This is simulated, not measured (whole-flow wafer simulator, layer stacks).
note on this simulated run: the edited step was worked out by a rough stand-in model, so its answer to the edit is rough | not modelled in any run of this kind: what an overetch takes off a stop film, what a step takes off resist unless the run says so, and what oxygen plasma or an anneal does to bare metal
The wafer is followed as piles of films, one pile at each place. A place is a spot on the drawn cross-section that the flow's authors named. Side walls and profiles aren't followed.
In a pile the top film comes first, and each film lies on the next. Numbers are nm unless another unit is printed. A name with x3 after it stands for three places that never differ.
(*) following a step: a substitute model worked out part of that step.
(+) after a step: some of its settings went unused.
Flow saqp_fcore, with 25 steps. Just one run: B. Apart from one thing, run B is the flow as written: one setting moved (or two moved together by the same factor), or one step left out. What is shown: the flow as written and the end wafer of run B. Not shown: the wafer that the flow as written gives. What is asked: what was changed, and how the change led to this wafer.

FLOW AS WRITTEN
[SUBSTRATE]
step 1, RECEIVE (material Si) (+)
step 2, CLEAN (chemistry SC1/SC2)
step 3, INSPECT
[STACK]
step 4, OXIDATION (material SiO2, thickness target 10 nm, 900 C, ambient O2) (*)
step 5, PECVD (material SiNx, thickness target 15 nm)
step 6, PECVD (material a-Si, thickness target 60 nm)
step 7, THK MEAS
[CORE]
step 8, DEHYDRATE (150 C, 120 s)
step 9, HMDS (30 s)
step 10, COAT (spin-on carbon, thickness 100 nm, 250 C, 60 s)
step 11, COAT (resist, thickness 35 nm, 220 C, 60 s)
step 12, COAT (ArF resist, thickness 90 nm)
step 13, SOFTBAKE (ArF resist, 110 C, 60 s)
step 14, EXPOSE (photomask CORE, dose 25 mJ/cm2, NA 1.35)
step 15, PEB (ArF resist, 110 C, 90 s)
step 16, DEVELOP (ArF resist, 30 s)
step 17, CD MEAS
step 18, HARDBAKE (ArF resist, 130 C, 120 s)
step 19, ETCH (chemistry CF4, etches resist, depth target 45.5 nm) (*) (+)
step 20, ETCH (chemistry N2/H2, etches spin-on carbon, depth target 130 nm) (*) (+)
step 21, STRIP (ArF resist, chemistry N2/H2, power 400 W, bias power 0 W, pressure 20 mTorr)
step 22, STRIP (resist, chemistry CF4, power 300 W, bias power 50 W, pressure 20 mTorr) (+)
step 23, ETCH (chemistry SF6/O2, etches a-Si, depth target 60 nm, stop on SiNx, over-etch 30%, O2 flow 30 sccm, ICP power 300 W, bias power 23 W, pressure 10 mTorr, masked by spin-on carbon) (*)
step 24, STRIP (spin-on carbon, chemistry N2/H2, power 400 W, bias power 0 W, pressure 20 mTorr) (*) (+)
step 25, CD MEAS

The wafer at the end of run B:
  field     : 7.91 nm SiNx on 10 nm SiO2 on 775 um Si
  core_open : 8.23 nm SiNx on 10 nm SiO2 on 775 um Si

The reason: step 23, ETCH: depth target 72 nm was run, though the flow has depth target 60 nm.

How this came from the change, step by step:
  step 23, ETCH (chemistry SF6/O2, etches a-Si, depth target 60 nm, stop on SiNx, over-etch 30%, O2 flow 30 sccm, ICP power 300 W, bias power 23 W, pressure 10 mTorr, masked by spin-on carbon) (*)
      field: -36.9 a-Si (all of it), -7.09 SiNx (in the flow as written it would be: -36.9 a-Si (all of it), -5.14 SiNx)
      core_open: -39.4 a-Si (all of it), -6.77 SiNx (in the flow as written it would be: -39.4 a-Si (all of it), -4.82 SiNx)
